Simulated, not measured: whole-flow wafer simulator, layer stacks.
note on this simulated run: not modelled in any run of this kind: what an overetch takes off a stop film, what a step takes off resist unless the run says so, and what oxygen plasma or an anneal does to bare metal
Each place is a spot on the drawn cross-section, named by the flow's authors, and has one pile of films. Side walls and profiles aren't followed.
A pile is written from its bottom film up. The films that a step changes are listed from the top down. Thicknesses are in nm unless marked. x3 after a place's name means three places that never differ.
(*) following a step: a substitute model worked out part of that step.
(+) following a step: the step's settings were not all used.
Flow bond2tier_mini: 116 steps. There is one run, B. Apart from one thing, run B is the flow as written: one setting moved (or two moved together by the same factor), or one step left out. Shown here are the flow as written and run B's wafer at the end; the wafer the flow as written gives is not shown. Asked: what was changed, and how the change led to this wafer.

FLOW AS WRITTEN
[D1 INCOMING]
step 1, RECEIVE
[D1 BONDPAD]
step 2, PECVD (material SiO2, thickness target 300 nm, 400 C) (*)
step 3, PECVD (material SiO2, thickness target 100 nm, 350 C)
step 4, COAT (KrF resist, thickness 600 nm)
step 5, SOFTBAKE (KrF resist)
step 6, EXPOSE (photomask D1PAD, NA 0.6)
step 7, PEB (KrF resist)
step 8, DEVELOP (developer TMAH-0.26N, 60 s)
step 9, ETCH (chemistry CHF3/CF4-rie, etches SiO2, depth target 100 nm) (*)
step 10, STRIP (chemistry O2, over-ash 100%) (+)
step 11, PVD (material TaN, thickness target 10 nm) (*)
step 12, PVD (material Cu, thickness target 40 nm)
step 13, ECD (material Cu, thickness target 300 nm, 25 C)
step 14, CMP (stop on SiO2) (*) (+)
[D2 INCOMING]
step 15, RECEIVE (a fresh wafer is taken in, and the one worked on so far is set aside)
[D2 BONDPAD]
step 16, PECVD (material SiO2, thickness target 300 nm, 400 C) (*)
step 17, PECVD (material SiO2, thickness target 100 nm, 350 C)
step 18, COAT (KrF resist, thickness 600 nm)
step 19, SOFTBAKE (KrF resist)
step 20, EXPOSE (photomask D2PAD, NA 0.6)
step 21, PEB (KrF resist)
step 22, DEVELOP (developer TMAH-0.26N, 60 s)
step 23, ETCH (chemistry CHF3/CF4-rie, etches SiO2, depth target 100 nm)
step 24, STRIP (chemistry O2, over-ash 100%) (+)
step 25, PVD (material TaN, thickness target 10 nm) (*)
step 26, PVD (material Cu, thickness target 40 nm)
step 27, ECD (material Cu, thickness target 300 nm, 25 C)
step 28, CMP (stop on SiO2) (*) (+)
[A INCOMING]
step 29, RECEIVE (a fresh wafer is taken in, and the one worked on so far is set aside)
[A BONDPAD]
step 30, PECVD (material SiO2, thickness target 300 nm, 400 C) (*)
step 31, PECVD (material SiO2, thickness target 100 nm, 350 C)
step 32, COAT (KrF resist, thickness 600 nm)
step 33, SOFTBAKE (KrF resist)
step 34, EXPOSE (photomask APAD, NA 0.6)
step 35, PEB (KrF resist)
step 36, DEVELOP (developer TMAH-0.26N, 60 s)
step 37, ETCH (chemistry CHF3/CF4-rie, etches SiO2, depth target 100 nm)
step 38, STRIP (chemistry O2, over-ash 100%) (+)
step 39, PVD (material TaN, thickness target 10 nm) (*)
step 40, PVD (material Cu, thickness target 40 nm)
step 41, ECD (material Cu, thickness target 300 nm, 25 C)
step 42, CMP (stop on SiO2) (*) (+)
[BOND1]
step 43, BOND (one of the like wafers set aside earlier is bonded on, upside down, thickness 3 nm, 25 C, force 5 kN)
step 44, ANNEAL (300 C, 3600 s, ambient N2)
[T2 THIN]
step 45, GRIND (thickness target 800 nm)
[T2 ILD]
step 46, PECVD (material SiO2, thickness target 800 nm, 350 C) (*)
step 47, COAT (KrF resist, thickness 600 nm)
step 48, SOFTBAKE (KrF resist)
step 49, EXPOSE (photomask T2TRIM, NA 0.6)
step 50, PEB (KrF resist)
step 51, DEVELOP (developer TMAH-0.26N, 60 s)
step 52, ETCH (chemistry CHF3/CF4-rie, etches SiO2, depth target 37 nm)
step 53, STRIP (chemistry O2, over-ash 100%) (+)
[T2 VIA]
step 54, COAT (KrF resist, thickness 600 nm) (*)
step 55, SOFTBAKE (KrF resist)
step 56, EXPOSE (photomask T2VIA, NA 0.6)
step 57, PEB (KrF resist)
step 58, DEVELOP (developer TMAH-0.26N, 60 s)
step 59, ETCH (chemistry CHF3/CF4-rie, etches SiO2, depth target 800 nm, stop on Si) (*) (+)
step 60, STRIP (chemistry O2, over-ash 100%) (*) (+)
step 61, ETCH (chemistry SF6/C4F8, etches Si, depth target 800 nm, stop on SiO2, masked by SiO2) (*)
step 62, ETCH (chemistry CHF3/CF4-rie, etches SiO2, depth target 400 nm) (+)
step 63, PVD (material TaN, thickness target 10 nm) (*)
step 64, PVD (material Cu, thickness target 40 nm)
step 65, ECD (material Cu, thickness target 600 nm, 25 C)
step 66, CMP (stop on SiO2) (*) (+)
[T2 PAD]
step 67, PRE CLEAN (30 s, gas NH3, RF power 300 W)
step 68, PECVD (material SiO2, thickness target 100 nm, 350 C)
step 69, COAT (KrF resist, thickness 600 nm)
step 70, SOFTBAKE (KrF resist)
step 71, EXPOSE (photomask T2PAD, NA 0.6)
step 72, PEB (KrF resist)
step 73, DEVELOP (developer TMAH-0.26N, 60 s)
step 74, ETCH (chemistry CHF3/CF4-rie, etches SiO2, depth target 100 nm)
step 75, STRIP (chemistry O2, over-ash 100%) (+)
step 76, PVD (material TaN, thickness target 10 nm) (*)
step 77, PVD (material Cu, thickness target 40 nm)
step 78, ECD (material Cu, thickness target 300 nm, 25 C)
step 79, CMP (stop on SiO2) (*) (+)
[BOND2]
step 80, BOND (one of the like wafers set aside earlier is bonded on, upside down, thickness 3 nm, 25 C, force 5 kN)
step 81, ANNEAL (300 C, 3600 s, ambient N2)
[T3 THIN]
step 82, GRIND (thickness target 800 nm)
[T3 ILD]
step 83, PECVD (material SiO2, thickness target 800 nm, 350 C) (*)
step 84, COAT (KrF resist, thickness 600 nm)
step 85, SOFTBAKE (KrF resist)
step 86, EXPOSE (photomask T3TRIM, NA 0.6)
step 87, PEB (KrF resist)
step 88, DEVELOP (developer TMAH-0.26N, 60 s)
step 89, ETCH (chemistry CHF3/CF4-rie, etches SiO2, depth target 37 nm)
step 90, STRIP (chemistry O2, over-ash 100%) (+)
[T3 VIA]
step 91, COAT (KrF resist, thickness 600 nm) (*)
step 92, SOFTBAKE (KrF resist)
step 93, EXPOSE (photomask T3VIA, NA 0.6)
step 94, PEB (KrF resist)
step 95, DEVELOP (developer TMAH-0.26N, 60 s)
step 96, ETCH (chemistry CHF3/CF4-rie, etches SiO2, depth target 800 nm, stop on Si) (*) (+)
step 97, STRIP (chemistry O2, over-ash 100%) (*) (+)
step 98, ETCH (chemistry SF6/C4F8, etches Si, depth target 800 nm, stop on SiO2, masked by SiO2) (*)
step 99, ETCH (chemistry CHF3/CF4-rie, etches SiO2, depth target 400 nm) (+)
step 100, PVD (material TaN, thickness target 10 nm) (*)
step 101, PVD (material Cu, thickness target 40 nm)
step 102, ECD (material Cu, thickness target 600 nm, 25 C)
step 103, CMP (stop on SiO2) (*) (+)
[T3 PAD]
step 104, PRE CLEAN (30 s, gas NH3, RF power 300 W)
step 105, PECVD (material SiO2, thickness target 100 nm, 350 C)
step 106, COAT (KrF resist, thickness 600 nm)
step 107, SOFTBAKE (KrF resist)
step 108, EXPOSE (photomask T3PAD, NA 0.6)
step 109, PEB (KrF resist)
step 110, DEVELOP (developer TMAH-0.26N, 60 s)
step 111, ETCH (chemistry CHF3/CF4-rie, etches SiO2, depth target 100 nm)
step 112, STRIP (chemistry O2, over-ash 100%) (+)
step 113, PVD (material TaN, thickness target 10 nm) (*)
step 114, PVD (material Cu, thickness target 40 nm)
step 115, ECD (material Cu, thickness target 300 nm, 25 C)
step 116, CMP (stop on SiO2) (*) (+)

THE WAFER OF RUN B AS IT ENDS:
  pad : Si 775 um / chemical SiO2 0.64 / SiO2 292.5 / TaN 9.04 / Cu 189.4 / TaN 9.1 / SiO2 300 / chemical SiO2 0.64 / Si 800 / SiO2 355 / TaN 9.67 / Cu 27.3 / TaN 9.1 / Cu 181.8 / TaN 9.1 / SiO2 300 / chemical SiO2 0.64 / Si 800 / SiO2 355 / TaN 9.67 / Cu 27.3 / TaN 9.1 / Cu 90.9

What caused this: step 37, ETCH: depth target 107.5 nm was run, whereas the flow has depth target 100 nm.

Step by step, how the change led to this:
  step 37, ETCH (chemistry CHF3/CF4-rie, etches SiO2, depth target 100 nm)
      pad, via: -107.5 SiO2 (it would be, as written: -100 SiO2)
      field: -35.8 KrF resist (it would be, as written: -33.3 KrF resist)
